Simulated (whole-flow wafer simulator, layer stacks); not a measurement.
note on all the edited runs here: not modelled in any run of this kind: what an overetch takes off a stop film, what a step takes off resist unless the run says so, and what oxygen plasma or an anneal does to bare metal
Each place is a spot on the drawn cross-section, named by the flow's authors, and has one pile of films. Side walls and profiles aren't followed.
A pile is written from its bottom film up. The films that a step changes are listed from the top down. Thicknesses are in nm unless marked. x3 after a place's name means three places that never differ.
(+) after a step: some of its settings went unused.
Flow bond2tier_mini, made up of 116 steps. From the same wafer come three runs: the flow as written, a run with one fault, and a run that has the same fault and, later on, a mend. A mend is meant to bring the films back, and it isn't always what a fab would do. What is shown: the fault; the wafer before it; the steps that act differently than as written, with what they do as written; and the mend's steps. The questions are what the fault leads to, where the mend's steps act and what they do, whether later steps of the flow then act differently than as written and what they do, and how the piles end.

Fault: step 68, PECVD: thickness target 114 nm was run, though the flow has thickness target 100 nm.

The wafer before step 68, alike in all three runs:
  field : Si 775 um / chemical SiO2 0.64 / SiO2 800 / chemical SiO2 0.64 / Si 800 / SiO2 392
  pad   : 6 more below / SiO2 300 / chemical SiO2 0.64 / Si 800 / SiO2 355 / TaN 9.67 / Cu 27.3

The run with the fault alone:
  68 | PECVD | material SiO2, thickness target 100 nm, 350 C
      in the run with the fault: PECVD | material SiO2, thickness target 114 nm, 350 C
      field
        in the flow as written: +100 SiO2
        in the run with the fault: +114 SiO2
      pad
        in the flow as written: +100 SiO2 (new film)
        in the run with the fault: +114 SiO2 (new film)
  Later steps of the flow acting differently than as written:
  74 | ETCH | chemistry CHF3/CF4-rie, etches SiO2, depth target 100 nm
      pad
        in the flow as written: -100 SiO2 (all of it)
        in the run with the fault: -100 SiO2
  At pad, the piles at the end differ from the flow's by more than 2% or 0.5 nm, whichever is larger.
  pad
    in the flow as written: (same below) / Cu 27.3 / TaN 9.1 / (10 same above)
    in the run with the fault: (same below) / Cu 27.3 / SiO2 14 / TaN 9.1 / (10 same above)

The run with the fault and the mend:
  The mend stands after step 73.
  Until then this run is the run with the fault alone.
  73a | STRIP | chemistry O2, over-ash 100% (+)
      field
        -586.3 KrF resist (all of it)
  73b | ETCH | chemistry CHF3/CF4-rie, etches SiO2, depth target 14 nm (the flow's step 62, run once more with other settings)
      field, pad
        -14 SiO2
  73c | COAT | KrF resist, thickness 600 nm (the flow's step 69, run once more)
      field, pad
        +600 KrF resist (new film)
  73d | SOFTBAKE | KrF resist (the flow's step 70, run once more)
      leaves every film unchanged at each place that is followed
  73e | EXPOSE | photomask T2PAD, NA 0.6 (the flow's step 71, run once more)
      leaves every film unchanged at each place that is followed
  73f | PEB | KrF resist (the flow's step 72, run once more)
      leaves every film unchanged at each place that is followed
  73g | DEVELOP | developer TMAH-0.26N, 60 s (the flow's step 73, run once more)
      field
        -13.7 KrF resist
      pad
        -600 KrF resist (all of it)
  Every later step of the flow that is run acts as written at every place that is followed.
  At every place that both follow, the piles at the end match the flow's.
